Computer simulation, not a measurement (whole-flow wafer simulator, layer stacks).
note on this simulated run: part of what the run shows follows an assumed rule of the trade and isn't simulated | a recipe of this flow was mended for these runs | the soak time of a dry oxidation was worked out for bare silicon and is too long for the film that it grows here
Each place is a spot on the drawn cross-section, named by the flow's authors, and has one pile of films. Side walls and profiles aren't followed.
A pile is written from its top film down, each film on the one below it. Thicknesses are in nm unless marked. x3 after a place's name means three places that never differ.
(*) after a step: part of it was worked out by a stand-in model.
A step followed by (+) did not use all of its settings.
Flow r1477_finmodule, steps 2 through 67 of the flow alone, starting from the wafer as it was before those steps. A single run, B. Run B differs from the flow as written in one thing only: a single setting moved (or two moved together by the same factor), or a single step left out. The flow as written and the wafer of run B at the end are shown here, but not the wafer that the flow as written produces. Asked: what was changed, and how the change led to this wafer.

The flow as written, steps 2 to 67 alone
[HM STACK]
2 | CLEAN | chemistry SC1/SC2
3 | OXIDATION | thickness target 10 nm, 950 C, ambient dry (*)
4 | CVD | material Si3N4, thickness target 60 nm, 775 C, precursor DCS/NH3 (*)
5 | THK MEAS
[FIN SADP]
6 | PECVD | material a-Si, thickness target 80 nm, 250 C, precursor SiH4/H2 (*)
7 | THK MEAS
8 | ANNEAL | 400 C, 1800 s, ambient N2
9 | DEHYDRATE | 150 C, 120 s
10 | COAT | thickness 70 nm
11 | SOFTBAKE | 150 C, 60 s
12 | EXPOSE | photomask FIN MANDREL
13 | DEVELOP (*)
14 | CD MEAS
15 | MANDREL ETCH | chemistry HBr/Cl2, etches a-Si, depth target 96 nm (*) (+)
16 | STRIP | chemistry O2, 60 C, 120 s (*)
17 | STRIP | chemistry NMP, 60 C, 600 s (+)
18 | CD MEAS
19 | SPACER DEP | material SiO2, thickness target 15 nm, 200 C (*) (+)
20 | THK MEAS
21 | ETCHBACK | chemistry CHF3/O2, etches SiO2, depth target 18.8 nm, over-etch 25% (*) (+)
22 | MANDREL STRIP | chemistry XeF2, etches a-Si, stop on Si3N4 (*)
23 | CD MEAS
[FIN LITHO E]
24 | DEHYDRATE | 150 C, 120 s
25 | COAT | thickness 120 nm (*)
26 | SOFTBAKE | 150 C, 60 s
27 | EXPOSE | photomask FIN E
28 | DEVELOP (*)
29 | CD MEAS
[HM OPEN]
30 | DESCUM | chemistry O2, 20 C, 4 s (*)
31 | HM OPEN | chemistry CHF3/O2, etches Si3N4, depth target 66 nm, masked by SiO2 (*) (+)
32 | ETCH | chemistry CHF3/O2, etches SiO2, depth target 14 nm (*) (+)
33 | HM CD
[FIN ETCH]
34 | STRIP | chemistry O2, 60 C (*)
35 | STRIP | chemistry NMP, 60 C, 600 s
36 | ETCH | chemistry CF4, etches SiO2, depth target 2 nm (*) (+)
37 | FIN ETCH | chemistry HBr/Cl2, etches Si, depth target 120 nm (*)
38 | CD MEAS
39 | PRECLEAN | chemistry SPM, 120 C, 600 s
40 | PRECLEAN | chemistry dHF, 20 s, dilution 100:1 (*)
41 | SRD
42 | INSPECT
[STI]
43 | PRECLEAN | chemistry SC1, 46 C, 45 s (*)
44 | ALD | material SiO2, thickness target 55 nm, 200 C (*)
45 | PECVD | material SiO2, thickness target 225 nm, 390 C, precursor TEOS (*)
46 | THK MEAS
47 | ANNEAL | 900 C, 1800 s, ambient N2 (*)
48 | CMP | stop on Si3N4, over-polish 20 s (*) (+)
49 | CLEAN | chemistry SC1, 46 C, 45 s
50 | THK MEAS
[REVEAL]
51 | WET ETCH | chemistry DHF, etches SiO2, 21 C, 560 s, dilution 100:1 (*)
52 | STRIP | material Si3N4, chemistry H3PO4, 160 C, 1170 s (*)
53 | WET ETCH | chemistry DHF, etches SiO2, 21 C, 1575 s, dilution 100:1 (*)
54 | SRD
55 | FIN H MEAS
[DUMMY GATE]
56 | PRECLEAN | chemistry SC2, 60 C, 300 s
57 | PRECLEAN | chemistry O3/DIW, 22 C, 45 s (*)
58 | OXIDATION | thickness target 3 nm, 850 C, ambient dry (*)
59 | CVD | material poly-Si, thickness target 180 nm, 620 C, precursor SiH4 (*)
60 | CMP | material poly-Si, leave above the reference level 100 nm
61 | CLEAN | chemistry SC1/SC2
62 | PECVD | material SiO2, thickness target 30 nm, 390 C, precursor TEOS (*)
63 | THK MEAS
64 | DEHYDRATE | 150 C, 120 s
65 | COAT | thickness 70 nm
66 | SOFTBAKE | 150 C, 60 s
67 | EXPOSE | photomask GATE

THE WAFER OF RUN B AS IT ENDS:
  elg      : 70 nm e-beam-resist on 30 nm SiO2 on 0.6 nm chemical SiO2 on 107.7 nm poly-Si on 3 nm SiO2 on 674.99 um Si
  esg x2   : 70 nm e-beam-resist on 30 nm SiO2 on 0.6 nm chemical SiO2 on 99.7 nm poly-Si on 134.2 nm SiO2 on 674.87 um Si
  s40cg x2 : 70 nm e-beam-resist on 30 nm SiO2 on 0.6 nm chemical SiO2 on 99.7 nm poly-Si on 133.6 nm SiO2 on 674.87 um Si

The reason: step 53, WET ETCH: 492.2 s was run, whereas the flow has 1575 s.

The path from the change to this, step by step:
  53 | WET ETCH | chemistry DHF, etches SiO2, 21 C, 1575 s, dilution 100:1 (*)
      esg x2, e40sg x2, e100sg x2 and 14 more: -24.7 SiO2 (in the flow as written it would be: -79.1 SiO2)
      pad x2: -26.8 SiO2 (in the flow as written it would be: -85.7 SiO2)
  59 | CVD | material poly-Si, thickness target 180 nm, 620 C, precursor SiH4 (*)
      esg x2, e40sg x2, e100sg x2 and 12 more: +180 poly-Si (new film) (in the flow as written it would be: +226.3 poly-Si (new film))
      s40sg_line x2, s45sg_line x2, s50sg_line x2: +188 poly-Si (new film) (in the flow as written it would be: +180 poly-Si (new film))
      (and at 7 other places as well)
  60 | CMP | material poly-Si, leave above the reference level 100 nm
      pad x2: -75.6 poly-Si (in the flow as written it would be: -24.8 poly-Si)
      e100lg x2: -78.3 poly-Si (in the flow as written it would be: -80 poly-Si)
      (and at 5 other places as well)
